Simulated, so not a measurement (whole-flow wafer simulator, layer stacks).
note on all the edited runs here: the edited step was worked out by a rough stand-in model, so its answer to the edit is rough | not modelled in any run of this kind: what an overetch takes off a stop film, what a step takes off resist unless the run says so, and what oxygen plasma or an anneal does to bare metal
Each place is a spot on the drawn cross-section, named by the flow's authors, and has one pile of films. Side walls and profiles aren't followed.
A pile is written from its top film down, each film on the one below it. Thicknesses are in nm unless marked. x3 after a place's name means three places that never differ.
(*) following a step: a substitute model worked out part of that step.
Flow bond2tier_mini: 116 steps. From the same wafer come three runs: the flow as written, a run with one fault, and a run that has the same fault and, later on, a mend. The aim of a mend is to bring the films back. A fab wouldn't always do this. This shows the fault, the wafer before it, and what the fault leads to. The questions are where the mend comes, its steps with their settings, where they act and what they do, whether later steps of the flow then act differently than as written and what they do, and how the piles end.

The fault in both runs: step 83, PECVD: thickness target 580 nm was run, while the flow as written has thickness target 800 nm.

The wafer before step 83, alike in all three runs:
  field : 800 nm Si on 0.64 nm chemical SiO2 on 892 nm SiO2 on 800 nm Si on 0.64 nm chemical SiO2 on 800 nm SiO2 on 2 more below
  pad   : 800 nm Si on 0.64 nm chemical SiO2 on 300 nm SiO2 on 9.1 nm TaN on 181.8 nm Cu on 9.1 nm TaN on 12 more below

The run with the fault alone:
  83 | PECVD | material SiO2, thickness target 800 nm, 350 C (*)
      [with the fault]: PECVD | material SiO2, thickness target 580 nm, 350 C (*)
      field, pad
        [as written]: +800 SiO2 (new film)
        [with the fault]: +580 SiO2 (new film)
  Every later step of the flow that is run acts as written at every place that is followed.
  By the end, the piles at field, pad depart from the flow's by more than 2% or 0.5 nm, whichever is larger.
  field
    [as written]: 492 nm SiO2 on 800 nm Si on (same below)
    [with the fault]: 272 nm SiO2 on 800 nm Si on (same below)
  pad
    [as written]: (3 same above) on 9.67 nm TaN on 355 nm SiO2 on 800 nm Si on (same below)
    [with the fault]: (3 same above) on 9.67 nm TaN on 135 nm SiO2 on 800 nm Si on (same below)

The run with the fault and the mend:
  The mend follows step 83.
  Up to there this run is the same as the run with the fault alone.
  83a | PECVD | material SiO2, thickness target 220 nm, 350 C (the flow's step 83 again, with other settings)
      field, pad
        +220 SiO2
  Every later step of the flow that is run acts as written at every place that is followed.
  By the end, the piles equal the flow's at every place that both follow.
